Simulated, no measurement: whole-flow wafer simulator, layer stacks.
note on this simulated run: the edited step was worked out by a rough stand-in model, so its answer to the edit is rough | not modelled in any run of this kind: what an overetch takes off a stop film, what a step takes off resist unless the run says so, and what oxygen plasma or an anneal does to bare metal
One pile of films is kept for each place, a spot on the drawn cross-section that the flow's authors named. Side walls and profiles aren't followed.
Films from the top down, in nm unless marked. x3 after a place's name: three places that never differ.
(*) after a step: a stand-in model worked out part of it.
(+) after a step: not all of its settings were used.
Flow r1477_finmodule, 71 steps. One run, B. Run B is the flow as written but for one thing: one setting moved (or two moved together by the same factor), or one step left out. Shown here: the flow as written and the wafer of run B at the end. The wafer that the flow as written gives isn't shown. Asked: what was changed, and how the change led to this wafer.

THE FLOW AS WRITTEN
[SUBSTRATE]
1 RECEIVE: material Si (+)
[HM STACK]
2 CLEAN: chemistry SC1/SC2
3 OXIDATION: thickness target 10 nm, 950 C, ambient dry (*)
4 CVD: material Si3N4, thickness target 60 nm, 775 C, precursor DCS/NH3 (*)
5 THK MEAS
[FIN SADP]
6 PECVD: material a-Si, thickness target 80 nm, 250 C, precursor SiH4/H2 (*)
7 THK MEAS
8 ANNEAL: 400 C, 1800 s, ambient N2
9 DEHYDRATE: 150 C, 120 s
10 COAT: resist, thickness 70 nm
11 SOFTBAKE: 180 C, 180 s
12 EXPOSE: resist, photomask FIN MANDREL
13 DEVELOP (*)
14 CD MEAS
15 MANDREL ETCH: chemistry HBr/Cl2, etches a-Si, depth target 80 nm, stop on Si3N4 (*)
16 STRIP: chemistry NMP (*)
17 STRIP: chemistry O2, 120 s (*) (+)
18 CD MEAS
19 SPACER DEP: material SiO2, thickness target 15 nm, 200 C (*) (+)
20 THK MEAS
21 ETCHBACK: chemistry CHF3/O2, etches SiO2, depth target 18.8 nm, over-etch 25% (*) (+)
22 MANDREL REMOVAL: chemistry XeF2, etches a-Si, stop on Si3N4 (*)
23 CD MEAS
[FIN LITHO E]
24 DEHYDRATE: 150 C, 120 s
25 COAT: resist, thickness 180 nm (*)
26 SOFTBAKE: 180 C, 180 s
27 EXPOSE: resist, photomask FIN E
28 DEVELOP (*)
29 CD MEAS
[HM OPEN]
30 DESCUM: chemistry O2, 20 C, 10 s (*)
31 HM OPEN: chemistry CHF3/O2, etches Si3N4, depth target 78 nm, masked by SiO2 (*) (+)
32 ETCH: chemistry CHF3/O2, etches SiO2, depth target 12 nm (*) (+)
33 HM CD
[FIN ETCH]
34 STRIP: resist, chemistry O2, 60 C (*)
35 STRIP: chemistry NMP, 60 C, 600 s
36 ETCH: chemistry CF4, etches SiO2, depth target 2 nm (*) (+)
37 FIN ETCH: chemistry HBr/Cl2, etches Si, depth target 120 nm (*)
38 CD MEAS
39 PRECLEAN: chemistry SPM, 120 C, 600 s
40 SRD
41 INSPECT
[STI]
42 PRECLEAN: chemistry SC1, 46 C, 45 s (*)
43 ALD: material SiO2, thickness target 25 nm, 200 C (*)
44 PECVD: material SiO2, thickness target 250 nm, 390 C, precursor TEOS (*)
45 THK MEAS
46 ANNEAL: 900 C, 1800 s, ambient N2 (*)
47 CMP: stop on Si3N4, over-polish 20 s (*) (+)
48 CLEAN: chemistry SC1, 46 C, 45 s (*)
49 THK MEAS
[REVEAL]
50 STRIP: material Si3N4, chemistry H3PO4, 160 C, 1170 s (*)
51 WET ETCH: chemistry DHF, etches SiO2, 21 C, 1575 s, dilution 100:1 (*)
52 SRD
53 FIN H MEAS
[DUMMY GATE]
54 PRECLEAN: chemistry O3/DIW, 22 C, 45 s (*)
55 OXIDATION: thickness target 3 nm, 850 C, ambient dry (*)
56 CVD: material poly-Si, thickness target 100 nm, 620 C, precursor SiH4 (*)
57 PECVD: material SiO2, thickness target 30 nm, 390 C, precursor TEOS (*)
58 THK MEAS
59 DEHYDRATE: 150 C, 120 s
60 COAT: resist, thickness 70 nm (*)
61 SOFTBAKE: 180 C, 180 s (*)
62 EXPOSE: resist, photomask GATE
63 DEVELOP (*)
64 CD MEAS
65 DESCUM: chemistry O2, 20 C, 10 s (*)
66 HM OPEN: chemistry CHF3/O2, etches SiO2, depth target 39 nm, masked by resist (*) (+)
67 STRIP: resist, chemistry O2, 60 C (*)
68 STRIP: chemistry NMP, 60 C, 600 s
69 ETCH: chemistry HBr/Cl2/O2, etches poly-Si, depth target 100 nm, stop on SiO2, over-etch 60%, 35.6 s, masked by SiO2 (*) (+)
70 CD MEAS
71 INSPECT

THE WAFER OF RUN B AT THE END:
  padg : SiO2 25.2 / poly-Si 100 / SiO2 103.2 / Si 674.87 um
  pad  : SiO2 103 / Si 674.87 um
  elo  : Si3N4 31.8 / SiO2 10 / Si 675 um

The cause: step 69, ETCH: depth target 90 nm was run, where the flow has depth target 100 nm; step 69, ETCH: 32 s was run, where the flow has 35.6 s.

How the change led to this, step by step:
  69 ETCH: chemistry HBr/Cl2/O2, etches poly-Si, depth target 100 nm, stop on SiO2, over-etch 60%, 35.6 s, masked by SiO2 (*) (+)
      padg, elg, esg and 15 more: SiO2 -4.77 (as written it would be: SiO2 -5.3)
